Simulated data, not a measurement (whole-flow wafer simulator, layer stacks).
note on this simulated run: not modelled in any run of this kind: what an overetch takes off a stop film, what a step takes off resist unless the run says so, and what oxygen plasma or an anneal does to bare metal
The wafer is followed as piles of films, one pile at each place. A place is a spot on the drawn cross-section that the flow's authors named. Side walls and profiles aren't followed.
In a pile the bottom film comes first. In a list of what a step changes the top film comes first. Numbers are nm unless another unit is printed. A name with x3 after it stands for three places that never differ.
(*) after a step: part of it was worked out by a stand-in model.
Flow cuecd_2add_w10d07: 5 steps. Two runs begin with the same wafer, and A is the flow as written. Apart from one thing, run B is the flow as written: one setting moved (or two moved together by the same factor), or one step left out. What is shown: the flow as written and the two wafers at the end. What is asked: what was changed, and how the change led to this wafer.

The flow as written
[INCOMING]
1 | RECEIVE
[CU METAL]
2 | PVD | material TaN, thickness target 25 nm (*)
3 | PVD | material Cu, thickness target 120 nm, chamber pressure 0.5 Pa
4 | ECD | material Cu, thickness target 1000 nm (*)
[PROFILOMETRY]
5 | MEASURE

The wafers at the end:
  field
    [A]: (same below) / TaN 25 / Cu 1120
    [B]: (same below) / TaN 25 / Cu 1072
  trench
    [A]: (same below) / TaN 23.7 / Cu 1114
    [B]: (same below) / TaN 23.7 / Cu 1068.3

What caused this: step 3, PVD: thickness target 72 nm was run, while the flow as written has thickness target 120 nm.

The path from the change to this, step by step:
  3 | PVD | material Cu, thickness target 120 nm, chamber pressure 0.5 Pa
      field: A +120 Cu (new film) | B +72 Cu (new film)
      trench: A +114 Cu (new film) | B +68.3 Cu (new film)
